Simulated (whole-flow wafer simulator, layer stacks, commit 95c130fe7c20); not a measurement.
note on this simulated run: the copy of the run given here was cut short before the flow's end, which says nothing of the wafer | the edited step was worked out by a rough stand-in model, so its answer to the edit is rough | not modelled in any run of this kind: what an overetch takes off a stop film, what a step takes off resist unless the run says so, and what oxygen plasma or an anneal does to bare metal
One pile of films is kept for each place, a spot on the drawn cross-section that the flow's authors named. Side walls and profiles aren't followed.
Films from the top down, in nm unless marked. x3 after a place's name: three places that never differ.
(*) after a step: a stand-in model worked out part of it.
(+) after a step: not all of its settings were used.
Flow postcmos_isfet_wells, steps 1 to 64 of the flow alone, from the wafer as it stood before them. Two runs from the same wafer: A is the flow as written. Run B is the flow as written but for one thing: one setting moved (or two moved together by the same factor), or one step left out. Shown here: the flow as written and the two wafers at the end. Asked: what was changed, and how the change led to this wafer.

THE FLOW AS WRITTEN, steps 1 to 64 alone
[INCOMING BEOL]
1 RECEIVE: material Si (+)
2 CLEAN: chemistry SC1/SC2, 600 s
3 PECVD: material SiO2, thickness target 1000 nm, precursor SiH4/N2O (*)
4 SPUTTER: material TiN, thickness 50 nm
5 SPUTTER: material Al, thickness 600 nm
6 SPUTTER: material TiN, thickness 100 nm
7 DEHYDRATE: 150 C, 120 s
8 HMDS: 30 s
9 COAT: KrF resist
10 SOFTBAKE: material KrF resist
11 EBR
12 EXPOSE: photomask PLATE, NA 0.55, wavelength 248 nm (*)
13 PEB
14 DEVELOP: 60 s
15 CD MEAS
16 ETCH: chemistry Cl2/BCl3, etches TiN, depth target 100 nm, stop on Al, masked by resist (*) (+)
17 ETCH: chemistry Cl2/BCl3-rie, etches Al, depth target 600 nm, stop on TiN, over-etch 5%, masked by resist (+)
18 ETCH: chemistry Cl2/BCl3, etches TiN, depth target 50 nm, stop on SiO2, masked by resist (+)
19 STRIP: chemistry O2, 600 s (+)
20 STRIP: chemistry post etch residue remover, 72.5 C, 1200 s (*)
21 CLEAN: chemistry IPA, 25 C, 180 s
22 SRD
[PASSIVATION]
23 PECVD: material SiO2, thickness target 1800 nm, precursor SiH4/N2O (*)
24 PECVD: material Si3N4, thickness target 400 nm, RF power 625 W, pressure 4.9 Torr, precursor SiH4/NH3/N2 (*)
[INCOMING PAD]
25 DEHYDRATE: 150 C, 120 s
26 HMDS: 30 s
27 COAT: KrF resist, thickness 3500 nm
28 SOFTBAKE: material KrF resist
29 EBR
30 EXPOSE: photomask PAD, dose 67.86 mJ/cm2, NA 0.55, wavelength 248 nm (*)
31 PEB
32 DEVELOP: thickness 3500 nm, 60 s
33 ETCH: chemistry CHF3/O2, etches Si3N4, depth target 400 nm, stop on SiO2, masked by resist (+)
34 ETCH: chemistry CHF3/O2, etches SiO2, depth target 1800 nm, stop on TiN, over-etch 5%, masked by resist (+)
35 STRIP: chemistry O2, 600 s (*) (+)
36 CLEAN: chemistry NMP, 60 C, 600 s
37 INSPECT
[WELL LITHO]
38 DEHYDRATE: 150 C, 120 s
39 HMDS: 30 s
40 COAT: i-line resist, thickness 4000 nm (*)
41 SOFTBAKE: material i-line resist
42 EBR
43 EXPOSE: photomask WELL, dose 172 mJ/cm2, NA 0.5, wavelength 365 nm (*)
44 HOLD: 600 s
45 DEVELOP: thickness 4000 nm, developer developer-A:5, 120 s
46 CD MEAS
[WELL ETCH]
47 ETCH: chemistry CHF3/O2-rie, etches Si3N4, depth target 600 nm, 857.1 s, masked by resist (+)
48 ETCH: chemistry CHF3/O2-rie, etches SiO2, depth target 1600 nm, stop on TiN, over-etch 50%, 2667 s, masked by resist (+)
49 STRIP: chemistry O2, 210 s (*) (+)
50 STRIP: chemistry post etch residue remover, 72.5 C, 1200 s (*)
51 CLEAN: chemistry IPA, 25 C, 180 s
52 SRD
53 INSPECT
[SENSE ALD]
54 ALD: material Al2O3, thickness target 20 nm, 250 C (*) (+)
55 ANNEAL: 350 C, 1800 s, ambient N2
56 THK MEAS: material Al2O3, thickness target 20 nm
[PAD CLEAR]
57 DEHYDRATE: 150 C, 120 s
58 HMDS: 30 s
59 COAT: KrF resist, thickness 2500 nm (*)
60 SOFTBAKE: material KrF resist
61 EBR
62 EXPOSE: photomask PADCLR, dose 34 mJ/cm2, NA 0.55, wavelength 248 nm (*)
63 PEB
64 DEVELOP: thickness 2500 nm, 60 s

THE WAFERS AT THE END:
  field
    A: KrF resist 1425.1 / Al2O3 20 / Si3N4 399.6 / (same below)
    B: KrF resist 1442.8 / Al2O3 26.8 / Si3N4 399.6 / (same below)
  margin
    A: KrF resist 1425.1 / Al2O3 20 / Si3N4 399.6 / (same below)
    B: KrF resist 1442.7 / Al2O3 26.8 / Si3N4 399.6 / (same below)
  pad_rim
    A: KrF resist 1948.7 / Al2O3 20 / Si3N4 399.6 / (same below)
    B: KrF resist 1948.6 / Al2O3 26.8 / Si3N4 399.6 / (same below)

The cause: step 54, ALD: thickness target 26.8 nm was run, where the flow has thickness target 20 nm.
It can be read off the wafer: field has Al2O3 26.8, and step 54 as written asks for 20 nm.

How the change led to this, step by step:
  54 ALD: material Al2O3, thickness target 20 nm, 250 C (*) (+)
      field, margin, well900, well1300 x3, pad_rim, pad_clr, pad_open: A Al2O3 +20 (new film) | B Al2O3 +26.8 (new film)
